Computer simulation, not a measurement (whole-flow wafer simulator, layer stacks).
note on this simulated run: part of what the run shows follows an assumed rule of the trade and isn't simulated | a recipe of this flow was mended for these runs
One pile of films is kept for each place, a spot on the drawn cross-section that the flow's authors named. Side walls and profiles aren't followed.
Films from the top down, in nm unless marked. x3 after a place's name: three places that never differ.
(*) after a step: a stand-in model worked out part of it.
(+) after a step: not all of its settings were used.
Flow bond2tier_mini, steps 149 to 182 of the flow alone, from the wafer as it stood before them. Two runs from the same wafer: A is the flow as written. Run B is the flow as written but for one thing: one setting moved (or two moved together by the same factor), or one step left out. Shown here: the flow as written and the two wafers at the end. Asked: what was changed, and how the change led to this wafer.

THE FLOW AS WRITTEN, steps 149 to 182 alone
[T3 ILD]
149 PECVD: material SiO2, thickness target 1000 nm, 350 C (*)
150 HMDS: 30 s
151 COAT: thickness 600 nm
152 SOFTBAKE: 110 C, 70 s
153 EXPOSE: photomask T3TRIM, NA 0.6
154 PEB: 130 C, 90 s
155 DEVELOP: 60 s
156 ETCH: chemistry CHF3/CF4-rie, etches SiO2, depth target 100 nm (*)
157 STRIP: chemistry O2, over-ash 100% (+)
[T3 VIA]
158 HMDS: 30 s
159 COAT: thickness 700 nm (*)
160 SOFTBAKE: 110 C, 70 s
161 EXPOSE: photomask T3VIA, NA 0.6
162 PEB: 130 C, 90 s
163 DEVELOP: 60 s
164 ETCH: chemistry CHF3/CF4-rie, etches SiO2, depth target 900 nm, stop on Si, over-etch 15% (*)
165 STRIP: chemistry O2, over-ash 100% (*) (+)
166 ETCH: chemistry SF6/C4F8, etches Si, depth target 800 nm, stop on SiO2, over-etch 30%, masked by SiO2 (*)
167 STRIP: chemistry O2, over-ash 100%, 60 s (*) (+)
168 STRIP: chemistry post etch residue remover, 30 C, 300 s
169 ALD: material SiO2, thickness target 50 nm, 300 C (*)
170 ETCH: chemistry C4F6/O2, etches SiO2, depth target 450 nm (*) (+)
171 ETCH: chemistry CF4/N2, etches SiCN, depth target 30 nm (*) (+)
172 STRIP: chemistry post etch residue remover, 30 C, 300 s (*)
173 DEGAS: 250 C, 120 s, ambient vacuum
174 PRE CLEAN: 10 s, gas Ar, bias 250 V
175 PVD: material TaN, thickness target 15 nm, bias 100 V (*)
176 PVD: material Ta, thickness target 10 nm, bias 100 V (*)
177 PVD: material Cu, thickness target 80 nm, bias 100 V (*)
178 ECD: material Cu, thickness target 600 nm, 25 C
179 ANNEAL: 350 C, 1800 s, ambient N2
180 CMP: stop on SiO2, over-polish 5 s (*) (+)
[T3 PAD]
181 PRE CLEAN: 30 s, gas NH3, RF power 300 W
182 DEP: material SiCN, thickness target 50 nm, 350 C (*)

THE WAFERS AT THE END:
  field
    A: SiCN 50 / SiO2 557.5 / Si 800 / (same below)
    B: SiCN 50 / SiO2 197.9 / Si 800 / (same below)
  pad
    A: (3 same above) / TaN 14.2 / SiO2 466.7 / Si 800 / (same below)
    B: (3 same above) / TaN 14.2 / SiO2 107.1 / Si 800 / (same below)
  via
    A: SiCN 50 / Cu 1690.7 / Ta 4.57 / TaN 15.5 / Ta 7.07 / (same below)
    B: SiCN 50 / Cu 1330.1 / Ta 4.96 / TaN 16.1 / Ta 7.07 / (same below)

The cause: step 149, PECVD: thickness target 640 nm was run, where the flow has thickness target 1000 nm.

How the change led to this, step by step:
  149 PECVD: material SiO2, thickness target 1000 nm, 350 C (*)
      field, pad, via: A SiO2 +1000 (new film) | B SiO2 +640 (new film)
  164 ETCH: chemistry CHF3/CF4-rie, etches SiO2, depth target 900 nm, stop on Si, over-etch 15% (*)
      field, pad: A thick-KrF-resist -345 | B thick-KrF-resist -207
      via: A SiO2 -900 (all of it), Si -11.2 | B SiO2 -540 (all of it), Si -41.2
  165 STRIP: chemistry O2, over-ash 100% (*) (+)
      field: A thick-KrF-resist -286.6 (all of it) | B thick-KrF-resist -424.6 (all of it)
      pad: A thick-KrF-resist -372.9 (all of it) | B thick-KrF-resist -510.9 (all of it)
  166 ETCH: chemistry SF6/C4F8, etches Si, depth target 800 nm, stop on SiO2, over-etch 30%, masked by SiO2 (*)
      via: A Si -788.8 (all of it), chemical SiO2 -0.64 (all of it), SiO2 -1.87 | B Si -758.8 (all of it), chemical SiO2 -0.64 (all of it), SiO2 -2.17
  175 PVD: material TaN, thickness target 15 nm, bias 100 V (*)
      via: A TaN +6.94 | B TaN +7.5
  177 PVD: material Cu, thickness target 80 nm, bias 100 V (*)
      via: A Cu +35 (new film) | B Cu +38.2 (new film)
  178 ECD: material Cu, thickness target 600 nm, 25 C
      via: A Cu +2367 | B Cu +2003.2
